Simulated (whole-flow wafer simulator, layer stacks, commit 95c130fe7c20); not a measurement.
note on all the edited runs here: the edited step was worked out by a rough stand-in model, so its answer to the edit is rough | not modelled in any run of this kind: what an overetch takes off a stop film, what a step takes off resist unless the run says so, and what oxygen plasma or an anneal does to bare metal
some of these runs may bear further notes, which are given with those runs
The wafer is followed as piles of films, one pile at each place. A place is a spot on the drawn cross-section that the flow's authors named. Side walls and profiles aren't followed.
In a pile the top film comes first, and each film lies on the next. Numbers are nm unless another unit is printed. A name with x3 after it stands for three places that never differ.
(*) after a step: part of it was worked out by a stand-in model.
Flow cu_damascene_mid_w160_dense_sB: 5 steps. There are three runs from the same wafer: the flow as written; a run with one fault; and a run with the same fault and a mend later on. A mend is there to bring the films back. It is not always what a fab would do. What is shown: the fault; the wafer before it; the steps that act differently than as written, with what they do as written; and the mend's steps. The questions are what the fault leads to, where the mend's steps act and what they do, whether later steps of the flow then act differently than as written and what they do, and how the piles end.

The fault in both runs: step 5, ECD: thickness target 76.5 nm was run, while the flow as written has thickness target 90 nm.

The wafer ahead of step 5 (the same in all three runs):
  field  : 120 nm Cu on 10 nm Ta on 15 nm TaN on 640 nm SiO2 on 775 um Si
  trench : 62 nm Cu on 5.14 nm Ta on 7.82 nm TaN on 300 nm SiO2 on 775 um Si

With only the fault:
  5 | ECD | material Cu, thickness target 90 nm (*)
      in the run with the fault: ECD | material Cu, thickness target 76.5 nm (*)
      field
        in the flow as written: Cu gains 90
        in the run with the fault: Cu gains 76.5
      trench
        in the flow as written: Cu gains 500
        in the run with the fault: Cu gains 486.5
  Every later step of the flow that is run acts as written at every place that is followed.
  At field, trench, the piles at the end differ from the flow's by more than 2% or 0.5 nm, whichever is larger.
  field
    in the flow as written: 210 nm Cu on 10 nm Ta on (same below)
    in the run with the fault: 196.5 nm Cu on 10 nm Ta on (same below)
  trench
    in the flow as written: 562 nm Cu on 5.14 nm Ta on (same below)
    in the run with the fault: 548.5 nm Cu on 5.14 nm Ta on (same below)

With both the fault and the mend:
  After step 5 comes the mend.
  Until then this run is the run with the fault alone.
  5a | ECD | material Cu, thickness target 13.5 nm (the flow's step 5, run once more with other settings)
      field, trench
        Cu gains 13.5
  Every later step of the flow that is run acts as written at every place that is followed.
  At every place that both follow, the piles at the end match the flow's.
